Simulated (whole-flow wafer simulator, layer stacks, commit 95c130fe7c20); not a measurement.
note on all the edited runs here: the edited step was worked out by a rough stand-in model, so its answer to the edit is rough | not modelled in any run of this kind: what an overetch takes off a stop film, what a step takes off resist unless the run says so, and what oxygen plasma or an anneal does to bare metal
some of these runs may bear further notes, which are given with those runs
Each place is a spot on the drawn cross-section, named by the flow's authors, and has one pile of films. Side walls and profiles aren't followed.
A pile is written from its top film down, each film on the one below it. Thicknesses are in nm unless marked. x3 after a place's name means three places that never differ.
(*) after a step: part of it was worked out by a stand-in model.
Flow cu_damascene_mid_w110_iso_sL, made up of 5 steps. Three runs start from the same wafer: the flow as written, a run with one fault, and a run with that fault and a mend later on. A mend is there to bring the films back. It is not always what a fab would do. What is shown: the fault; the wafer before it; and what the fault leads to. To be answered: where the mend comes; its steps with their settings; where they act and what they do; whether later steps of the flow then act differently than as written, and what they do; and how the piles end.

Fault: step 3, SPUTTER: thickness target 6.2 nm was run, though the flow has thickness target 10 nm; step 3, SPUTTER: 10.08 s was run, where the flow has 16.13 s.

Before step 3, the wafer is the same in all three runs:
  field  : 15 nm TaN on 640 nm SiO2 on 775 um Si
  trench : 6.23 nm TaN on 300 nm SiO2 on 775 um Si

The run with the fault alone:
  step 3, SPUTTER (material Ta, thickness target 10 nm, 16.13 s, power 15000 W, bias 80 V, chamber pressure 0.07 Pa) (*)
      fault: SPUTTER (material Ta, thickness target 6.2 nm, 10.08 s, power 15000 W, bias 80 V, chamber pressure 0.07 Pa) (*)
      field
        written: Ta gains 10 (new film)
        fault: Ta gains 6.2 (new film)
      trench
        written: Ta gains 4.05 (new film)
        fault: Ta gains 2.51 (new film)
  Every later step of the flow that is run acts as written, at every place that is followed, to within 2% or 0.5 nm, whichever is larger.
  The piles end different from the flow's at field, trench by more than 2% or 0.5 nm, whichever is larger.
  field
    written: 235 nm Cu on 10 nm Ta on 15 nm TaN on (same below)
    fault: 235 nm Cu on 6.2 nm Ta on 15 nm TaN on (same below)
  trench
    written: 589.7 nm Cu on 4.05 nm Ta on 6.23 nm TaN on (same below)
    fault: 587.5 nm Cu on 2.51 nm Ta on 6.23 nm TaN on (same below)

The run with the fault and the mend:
  After step 3 comes the mend.
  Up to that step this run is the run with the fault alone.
  step 3a, SPUTTER (material Ta, thickness target 3.8 nm, 6.129 s, power 15000 W, bias 80 V, chamber pressure 0.07 Pa) (*) (the flow's step 3 again, with other settings)
      field
        Ta gains 3.8
      trench
        Ta gains 1.5
  Every later step of the flow that is run acts as written at every place that is followed.
  When the end is reached, the piles differ only a little from the flow's at the places that both follow, at most by 2% or 0.5 nm, whichever is larger.
